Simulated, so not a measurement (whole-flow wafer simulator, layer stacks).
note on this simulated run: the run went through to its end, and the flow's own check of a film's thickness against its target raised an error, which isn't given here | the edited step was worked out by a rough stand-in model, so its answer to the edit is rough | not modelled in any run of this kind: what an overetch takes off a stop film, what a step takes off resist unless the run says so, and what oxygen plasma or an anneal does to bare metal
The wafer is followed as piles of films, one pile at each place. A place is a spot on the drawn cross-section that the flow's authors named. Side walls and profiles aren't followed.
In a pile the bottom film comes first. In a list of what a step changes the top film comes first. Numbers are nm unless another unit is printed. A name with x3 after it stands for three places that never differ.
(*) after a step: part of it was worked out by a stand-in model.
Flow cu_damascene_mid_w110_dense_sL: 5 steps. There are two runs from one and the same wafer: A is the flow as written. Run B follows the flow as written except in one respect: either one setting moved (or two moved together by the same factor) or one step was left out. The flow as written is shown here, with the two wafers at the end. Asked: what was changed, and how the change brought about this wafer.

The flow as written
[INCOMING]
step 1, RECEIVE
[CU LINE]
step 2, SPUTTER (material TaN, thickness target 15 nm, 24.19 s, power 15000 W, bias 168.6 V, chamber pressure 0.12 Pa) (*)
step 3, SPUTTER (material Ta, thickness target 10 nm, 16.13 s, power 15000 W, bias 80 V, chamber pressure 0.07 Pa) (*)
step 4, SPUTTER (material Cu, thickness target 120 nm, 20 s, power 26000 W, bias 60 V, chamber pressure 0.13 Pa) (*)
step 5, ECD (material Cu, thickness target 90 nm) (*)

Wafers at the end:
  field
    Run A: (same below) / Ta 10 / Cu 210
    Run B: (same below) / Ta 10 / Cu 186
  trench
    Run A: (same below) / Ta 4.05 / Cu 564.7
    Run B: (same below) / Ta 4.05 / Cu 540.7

What caused this: step 4, SPUTTER: thickness target 96 nm was run, while the flow as written has thickness target 120 nm; step 4, SPUTTER: 16 s was run, where the flow has 20 s.

How this came from the change, step by step:
  step 4, SPUTTER (material Cu, thickness target 120 nm, 20 s, power 26000 W, bias 60 V, chamber pressure 0.13 Pa) (*)
      field: A Cu gains 120 (new film) | B Cu gains 96 (new film)
      trench: A Cu gains 49.9 (new film) | B Cu gains 39.9 (new film)
  step 5, ECD (material Cu, thickness target 90 nm) (*)
      trench: A Cu gains 514.8 | B Cu gains 500.8
